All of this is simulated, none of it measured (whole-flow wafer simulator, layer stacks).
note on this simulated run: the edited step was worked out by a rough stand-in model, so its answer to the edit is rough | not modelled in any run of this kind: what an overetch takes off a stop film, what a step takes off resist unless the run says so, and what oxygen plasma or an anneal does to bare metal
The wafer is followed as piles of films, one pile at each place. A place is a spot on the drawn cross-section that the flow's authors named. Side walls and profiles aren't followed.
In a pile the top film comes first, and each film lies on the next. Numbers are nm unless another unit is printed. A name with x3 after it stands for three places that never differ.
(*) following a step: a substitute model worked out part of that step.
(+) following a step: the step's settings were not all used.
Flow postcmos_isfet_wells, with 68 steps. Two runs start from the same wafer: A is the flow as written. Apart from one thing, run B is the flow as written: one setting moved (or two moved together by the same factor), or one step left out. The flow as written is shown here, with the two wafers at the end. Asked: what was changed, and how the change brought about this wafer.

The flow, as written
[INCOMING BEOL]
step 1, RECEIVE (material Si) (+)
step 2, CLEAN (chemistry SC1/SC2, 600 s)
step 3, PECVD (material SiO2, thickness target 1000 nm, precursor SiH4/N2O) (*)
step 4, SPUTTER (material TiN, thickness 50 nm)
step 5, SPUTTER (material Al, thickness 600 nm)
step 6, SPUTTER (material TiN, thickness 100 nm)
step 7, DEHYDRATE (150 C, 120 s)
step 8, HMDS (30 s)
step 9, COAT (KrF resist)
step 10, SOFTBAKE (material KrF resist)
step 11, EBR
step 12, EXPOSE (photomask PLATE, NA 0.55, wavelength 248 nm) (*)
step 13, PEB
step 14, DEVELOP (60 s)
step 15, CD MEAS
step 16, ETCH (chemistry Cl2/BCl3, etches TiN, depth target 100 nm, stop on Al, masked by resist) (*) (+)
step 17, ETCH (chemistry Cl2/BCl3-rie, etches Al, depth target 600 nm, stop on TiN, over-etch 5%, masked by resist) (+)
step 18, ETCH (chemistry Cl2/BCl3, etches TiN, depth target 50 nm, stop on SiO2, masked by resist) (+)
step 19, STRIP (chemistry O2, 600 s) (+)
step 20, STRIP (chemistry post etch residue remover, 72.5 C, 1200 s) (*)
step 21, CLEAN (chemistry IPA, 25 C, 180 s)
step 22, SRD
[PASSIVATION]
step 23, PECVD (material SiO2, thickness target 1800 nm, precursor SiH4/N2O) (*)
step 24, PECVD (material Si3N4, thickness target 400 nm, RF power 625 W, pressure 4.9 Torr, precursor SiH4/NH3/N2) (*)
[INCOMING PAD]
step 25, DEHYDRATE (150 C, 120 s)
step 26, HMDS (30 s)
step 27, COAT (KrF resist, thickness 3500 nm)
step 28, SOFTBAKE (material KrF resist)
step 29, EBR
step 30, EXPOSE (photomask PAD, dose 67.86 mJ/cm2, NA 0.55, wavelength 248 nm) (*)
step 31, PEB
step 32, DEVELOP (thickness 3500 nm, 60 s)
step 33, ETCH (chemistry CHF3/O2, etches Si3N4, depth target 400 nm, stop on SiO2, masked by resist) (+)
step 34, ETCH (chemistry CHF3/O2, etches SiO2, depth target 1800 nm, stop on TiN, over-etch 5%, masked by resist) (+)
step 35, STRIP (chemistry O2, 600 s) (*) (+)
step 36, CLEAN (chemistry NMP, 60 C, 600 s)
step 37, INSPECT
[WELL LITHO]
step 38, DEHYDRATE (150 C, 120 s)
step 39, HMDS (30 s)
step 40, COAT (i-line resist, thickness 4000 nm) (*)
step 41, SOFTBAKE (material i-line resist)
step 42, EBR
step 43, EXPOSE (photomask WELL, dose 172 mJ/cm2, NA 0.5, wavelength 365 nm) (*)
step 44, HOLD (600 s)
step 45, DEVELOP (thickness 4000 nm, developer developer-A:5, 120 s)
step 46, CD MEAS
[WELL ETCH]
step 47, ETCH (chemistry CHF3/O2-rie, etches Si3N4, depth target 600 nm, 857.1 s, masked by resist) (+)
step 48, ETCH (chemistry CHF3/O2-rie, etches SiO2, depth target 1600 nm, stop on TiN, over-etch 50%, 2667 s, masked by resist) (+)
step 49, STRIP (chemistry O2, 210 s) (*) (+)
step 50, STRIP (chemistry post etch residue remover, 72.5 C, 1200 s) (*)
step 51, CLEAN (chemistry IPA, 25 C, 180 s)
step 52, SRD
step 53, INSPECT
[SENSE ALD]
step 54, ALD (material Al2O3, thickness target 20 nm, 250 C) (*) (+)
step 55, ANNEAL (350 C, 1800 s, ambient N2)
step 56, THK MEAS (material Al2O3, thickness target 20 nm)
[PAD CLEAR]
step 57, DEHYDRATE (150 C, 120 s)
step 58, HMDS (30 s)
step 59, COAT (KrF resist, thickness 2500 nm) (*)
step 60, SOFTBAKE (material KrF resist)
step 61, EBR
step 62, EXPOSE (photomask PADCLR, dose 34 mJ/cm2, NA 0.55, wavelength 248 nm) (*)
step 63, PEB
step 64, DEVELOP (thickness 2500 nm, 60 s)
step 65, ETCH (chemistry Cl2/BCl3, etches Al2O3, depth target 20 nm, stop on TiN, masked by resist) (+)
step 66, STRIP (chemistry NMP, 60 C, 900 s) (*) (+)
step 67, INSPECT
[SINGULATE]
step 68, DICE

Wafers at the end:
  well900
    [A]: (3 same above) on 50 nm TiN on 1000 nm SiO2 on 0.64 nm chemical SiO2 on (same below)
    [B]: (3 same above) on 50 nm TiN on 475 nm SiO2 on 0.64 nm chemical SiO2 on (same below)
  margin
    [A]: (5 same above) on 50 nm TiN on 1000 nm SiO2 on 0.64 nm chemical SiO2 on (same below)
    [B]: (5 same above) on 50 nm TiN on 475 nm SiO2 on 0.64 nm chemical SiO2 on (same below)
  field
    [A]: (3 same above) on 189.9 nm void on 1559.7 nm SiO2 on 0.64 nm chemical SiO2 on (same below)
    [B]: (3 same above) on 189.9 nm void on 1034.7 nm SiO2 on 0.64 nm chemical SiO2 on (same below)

The reason: step 3, PECVD: thickness target 475 nm was run, though the flow has thickness target 1000 nm.
The wafer itself shows it: well900 has SiO2 475, and step 3 as written asks for 1000 nm.

Step by step, how the change led to this:
  step 3, PECVD (material SiO2, thickness target 1000 nm, precursor SiH4/N2O) (*)
      field, margin, well900, well1300 x3, pad_rim, pad_clr, pad_open: A +1000 SiO2 (new film) | B +475 SiO2 (new film)
